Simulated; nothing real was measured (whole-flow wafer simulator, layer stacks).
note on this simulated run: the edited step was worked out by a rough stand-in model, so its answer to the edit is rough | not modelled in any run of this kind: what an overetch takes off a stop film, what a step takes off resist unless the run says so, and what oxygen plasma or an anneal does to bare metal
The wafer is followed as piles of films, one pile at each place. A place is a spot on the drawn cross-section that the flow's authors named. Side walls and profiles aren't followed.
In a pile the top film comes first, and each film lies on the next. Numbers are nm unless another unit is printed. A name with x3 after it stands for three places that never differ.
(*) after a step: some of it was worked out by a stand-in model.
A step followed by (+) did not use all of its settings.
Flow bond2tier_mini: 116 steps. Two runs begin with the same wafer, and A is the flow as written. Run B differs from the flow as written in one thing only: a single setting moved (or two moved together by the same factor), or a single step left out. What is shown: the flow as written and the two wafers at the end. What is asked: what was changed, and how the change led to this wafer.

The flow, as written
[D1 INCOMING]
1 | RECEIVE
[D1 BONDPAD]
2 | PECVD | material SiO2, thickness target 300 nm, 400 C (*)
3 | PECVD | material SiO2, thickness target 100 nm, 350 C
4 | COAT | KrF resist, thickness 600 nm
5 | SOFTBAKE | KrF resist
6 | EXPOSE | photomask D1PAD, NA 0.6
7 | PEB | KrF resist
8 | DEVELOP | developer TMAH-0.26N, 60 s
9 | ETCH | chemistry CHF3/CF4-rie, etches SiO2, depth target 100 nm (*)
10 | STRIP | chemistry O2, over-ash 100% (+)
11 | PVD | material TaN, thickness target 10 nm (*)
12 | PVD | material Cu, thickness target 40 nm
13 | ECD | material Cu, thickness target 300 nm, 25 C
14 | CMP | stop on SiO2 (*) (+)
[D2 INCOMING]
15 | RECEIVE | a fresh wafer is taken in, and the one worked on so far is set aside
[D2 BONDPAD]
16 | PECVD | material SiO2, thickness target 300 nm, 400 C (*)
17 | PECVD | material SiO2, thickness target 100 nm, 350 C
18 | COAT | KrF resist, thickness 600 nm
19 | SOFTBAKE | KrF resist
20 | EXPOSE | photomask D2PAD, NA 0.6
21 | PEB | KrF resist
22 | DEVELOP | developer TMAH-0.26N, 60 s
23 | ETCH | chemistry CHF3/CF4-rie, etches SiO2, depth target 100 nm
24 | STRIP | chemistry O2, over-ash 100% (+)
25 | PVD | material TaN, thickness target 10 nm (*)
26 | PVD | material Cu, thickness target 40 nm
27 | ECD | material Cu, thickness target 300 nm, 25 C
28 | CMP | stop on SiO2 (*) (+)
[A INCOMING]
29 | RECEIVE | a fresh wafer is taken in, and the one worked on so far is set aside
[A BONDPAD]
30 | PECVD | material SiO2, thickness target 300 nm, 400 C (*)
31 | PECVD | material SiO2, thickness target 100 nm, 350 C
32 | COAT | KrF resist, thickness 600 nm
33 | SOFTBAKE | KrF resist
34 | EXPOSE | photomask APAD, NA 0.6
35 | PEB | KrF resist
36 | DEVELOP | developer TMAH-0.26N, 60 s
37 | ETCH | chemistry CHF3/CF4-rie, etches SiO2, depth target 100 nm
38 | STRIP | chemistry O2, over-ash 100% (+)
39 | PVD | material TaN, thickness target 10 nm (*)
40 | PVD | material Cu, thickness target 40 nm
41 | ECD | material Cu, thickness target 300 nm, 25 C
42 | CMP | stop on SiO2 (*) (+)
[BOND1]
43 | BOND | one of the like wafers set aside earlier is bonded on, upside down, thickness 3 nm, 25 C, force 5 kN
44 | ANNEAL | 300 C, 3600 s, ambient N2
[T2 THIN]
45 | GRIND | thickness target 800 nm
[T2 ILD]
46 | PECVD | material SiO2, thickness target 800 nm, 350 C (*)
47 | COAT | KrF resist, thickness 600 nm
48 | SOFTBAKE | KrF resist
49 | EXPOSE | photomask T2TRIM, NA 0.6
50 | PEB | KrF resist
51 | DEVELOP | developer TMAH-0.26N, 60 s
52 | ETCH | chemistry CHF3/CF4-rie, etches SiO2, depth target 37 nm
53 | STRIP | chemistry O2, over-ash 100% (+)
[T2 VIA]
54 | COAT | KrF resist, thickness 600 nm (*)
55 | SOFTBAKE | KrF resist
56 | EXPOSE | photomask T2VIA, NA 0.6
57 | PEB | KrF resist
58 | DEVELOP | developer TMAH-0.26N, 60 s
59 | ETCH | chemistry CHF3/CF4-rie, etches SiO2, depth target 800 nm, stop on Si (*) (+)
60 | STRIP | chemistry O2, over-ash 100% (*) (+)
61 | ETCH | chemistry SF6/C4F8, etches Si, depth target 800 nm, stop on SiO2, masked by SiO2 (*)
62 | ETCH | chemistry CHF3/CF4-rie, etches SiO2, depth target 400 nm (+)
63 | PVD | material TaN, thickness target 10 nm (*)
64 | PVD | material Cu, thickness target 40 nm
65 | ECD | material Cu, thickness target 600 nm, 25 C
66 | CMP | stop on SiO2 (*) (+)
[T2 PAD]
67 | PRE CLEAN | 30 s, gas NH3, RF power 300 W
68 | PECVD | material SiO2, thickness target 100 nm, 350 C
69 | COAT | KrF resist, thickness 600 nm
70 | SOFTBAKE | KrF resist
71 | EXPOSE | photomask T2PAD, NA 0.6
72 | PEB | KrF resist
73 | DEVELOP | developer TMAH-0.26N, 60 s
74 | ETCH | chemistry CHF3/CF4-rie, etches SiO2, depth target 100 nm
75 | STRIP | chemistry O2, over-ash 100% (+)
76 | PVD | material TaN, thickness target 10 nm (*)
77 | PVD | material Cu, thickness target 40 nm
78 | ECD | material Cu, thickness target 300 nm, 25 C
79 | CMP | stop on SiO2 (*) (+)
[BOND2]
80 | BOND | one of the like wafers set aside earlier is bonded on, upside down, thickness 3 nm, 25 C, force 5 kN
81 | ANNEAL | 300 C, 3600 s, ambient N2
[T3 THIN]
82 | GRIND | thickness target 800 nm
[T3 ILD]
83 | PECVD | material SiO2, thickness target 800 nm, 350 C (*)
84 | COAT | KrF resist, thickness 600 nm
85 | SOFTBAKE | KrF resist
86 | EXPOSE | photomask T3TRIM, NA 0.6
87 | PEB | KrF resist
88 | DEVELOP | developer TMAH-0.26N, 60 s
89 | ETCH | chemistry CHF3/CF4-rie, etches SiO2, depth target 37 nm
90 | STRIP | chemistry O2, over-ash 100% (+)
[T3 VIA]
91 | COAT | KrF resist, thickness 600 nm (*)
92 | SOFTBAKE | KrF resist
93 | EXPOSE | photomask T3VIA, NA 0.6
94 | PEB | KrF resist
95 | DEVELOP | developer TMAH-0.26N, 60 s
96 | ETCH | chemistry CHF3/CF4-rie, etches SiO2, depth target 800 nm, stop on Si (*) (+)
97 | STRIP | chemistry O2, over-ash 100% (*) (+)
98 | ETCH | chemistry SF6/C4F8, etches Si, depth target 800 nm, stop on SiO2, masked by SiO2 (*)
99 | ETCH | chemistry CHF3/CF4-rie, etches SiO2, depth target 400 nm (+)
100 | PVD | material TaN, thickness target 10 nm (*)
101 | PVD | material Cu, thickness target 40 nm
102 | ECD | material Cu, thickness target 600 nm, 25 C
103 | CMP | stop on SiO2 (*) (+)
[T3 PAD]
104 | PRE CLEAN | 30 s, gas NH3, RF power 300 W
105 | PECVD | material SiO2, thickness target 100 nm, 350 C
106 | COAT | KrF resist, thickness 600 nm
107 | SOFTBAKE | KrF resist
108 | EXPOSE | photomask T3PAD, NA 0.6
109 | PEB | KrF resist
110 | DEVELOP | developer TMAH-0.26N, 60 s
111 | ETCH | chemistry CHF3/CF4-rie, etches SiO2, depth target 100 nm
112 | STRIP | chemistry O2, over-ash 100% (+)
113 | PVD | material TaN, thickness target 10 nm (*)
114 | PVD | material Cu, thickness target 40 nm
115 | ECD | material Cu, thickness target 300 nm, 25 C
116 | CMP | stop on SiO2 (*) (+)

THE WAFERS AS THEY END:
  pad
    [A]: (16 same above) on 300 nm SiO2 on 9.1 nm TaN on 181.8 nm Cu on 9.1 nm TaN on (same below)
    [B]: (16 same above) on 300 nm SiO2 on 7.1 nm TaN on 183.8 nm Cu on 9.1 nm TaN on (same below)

What caused this: step 11, PVD: thickness target 7.8 nm was run, while the flow as written has thickness target 10 nm.

The path from the change to this, step by step:
  11 | PVD | material TaN, thickness target 10 nm (*)
      field: A TaN gains 10 (new film) | B TaN gains 7.8 (new film)
      pad: A TaN gains 9.1 (new film) | B TaN gains 7.1 (new film)
      (also at 1 further place)
  14 | CMP | stop on SiO2 (*) (+)
      field: A Cu loses 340 (all of it), TaN loses 10 (all of it) | B Cu loses 340 (all of it), TaN loses 7.8 (all of it)
  43 | BOND | one of the like wafers set aside earlier is bonded on, upside down, thickness 3 nm, 25 C, force 5 kN
      pad: A Si gains 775 um (new film), chemical SiO2 gains 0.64 (new film), SiO2 gains 300 (new film), TaN gains 9.1 (new film), Cu gains 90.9 | B Si gains 775 um (new film), chemical SiO2 gains 0.64 (new film), SiO2 gains 300 (new film), TaN gains 7.1 (new film), Cu gains 92.9
      via: A Si gains 775 um (new film), chemical SiO2 gains 0.64 (new film), SiO2 gains 300 (new film), TaN gains 9.97 (new film), Cu gains 90 | B Si gains 775 um (new film), chemical SiO2 gains 0.64 (new film), SiO2 gains 300 (new film), TaN gains 7.78 (new film), Cu gains 92.2
